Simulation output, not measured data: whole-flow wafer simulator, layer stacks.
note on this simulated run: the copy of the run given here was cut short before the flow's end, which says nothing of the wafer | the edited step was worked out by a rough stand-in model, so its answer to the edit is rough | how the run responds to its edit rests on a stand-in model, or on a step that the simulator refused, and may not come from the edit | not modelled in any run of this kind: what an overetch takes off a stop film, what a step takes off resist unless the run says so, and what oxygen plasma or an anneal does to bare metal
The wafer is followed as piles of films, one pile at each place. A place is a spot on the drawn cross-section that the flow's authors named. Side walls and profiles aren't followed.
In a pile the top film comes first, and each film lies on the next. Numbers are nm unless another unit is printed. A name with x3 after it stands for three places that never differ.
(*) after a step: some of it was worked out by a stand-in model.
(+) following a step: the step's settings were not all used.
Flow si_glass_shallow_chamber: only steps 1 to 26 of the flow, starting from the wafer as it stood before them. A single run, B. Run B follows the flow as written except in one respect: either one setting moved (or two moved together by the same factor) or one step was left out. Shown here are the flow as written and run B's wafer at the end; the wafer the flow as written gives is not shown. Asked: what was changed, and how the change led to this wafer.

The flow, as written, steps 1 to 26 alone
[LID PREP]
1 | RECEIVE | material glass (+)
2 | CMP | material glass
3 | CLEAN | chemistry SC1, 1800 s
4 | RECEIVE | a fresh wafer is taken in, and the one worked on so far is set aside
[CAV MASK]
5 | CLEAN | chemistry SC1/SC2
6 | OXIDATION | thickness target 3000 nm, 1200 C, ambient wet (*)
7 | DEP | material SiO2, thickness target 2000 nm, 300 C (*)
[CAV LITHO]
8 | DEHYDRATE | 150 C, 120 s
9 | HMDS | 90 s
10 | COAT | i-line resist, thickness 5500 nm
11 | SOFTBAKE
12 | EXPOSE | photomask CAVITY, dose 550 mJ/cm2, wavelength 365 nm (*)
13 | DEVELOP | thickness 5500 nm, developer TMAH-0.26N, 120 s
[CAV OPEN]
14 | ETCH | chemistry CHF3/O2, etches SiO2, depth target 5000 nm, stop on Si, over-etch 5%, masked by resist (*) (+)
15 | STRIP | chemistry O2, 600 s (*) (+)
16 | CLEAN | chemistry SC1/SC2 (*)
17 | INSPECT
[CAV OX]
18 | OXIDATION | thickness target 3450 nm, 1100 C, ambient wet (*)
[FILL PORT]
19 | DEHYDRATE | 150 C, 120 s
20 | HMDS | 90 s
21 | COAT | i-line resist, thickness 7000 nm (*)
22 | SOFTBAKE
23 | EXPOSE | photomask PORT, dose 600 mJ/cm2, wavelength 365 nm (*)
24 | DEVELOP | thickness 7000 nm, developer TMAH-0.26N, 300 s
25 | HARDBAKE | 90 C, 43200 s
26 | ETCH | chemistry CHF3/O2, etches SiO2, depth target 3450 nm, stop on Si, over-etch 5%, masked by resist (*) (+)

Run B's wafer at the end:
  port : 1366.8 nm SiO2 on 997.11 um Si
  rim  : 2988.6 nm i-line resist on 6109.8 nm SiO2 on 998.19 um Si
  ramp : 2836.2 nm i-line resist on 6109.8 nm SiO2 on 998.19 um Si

What caused this: step 26, ETCH: depth target 1984 nm was run, while the flow as written has depth target 3450 nm.

The path from the change to this, step by step:
  26 | ETCH | chemistry CHF3/O2, etches SiO2, depth target 3450 nm, stop on Si, over-etch 5%, masked by resist (*) (+)
      port: -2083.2 SiO2 (it would be, as written: -3450 SiO2 (all of it), -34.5 Si)
      rim, ramp, cav, ring: -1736 i-line resist (it would be, as written: -3018.8 i-line resist)
      (as well as at 1 more place)
